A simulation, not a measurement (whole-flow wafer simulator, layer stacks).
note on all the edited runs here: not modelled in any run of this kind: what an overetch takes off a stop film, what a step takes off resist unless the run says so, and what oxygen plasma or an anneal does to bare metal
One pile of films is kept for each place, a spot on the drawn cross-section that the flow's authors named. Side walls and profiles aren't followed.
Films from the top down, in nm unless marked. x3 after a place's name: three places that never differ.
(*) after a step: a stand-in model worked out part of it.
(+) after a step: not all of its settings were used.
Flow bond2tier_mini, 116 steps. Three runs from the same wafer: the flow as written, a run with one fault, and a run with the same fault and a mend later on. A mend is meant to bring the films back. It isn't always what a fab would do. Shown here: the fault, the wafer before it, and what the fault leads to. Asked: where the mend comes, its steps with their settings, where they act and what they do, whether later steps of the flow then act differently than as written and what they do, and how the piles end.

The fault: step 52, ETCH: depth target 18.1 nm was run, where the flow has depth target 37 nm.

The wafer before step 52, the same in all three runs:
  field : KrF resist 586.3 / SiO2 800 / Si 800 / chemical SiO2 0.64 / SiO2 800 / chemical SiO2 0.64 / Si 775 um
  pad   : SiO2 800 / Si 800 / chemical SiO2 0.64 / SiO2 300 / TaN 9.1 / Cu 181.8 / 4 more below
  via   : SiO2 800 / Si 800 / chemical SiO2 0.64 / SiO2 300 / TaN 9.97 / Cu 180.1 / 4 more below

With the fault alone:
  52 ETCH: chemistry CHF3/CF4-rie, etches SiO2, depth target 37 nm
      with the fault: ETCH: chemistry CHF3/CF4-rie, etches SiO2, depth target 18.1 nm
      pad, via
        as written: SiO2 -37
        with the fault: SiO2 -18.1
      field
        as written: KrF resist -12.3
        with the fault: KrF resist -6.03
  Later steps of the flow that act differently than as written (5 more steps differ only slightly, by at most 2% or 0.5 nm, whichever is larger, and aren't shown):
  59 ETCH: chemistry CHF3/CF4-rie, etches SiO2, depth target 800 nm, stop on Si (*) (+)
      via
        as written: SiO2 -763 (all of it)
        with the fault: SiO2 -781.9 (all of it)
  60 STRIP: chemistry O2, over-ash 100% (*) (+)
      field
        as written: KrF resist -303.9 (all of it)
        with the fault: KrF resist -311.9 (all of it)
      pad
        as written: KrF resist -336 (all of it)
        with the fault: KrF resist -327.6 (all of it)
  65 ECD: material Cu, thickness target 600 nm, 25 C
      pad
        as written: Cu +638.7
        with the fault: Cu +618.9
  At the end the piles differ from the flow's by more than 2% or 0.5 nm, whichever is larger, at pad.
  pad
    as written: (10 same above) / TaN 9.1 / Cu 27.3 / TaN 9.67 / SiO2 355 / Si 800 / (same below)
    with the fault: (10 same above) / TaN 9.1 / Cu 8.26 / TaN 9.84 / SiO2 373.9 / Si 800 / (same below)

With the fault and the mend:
  The mend comes after step 52.
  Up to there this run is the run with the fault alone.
  52a ETCH: chemistry CHF3/CF4-rie, etches SiO2, depth target 18.9 nm (the flow's step 52 once more, with other settings)
      pad, via
        SiO2 -18.9
      field
        KrF resist -6.3
  No later step of the flow acts differently than as written at any place that is followed.
  At the end the piles are the same as the flow's at every place that both follow.
